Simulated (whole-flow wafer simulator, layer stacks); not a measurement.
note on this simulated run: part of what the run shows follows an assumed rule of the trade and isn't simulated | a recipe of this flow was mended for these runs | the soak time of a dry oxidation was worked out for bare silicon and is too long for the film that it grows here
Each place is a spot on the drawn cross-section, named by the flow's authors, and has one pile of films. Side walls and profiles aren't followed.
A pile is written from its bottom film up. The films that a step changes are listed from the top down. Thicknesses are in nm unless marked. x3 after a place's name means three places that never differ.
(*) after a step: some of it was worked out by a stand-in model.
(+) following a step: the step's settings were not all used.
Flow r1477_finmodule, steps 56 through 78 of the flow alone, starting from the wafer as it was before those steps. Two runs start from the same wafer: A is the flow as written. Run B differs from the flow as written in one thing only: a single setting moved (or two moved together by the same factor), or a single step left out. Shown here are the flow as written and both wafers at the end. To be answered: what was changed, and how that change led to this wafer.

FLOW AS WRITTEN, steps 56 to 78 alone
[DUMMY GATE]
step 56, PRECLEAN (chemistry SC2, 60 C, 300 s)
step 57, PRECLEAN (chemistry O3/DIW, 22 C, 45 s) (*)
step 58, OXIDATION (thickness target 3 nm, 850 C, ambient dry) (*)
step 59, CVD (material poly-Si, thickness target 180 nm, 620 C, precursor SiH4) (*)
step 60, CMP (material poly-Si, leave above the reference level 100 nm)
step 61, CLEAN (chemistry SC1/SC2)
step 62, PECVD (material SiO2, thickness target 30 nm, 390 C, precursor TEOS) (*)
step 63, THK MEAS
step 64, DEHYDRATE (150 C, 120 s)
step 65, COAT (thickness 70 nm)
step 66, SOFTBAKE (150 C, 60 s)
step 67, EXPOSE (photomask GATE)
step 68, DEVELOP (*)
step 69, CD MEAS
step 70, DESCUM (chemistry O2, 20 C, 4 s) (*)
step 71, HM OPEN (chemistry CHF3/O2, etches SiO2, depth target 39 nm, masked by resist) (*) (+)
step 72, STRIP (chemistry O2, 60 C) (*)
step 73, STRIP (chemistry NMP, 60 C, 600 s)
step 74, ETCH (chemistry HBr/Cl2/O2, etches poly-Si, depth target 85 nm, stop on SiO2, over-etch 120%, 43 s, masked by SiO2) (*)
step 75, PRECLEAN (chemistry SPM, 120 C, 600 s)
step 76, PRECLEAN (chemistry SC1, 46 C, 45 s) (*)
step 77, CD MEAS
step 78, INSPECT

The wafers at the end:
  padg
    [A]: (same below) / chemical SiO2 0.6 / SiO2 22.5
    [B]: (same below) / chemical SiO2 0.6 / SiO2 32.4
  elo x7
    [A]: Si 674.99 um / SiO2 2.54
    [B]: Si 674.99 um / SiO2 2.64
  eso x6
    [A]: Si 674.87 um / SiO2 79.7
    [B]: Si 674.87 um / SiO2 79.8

What caused this: step 62, PECVD: thickness target 39.9 nm was run, whereas the flow has thickness target 30 nm.

Step by step, how the change led to this:
  step 62, PECVD (material SiO2, thickness target 30 nm, 390 C, precursor TEOS) (*)
      pad, padg, elg x7 and 27 more: A +30 SiO2 (new film) | B +39.9 SiO2 (new film)
  step 71, HM OPEN (chemistry CHF3/O2, etches SiO2, depth target 39 nm, masked by resist) (*) (+)
      pad, elo x7, eso x6, e200so, s40co x3: A -30 SiO2 (all of it), -0.6 chemical SiO2 (all of it), -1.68 poly-Si | B -39 SiO2
  step 72, STRIP (chemistry O2, 60 C) (*)
      pad, elo x7, eso x6, e200so, s40co x3: A +1.12 chemical SiO2 (new film), -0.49 poly-Si | B nothing
  step 74, ETCH (chemistry HBr/Cl2/O2, etches poly-Si, depth target 85 nm, stop on SiO2, over-etch 120%, 43 s, masked by SiO2) (*)
      eso x6, e200so, s40co x3: A -1.12 chemical SiO2 (all of it), -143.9 poly-Si (all of it), -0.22 SiO2 | B -0.9 SiO2 (all of it), -0.6 chemical SiO2 (all of it), -146.1 poly-Si (all of it), -0.11 SiO2
      elo x7: A -1.12 chemical SiO2 (all of it), -97.6 poly-Si (all of it), -0.45 SiO2 | B -0.9 SiO2 (all of it), -0.6 chemical SiO2 (all of it), -99.7 poly-Si (all of it), -0.35 SiO2
      (as well as at 1 more place)
